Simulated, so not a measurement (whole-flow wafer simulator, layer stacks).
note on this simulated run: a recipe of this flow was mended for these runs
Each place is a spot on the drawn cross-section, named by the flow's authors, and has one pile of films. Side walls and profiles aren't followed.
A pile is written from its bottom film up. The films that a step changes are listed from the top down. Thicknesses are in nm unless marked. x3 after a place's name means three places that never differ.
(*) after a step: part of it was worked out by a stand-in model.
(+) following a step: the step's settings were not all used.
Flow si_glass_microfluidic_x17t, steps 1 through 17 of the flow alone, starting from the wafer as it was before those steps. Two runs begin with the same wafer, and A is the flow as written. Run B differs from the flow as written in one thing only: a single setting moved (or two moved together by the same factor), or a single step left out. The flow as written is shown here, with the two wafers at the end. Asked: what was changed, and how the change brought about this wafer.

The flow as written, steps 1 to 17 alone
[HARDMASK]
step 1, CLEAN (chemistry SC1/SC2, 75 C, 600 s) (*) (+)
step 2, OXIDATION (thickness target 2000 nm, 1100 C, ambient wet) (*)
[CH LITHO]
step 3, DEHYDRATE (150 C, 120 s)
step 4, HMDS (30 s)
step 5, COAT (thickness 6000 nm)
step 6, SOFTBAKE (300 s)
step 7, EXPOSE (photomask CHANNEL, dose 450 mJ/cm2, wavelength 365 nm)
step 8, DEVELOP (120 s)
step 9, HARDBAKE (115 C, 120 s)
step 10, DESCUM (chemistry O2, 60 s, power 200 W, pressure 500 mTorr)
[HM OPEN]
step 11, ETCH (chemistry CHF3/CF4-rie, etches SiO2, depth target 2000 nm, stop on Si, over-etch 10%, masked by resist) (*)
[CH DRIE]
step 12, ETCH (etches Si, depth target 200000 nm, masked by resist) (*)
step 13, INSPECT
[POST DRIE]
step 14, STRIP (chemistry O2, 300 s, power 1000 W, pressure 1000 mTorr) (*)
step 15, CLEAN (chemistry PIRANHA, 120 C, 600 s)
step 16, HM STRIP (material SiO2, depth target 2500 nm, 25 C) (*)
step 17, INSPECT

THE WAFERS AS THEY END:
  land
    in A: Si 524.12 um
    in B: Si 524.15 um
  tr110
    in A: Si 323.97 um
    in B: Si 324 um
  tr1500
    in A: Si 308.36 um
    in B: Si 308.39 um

Cause: step 2, OXIDATION: 1088 C was run, though the flow has 1100 C.

Step by step, how the change led to this:
  step 2, OXIDATION (thickness target 2000 nm, 1100 C, ambient wet) (*)
      land, tr110, tr1500, tr15: A +2000 SiO2 (new film), -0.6 chemical SiO2 (all of it), -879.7 Si | B +1930.8 SiO2 (new film), -0.6 chemical SiO2 (all of it), -849.3 Si
  step 11, ETCH (chemistry CHF3/CF4-rie, etches SiO2, depth target 2000 nm, stop on Si, over-etch 10%, masked by resist) (*)
      tr110, tr1500, tr15: A -2000 SiO2 (all of it), -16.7 Si | B -1930.8 SiO2 (all of it), -22.4 Si
      land: A -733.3 thick-i-line-resist | B -708 thick-i-line-resist
  step 12, ETCH (etches Si, depth target 200000 nm, masked by resist) (*)
      tr15: A -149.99 um Si | B -150.01 um Si
  step 16, HM STRIP (material SiO2, depth target 2500 nm, 25 C) (*)
      land: A -2000 SiO2 (all of it) | B -1930.8 SiO2 (all of it)
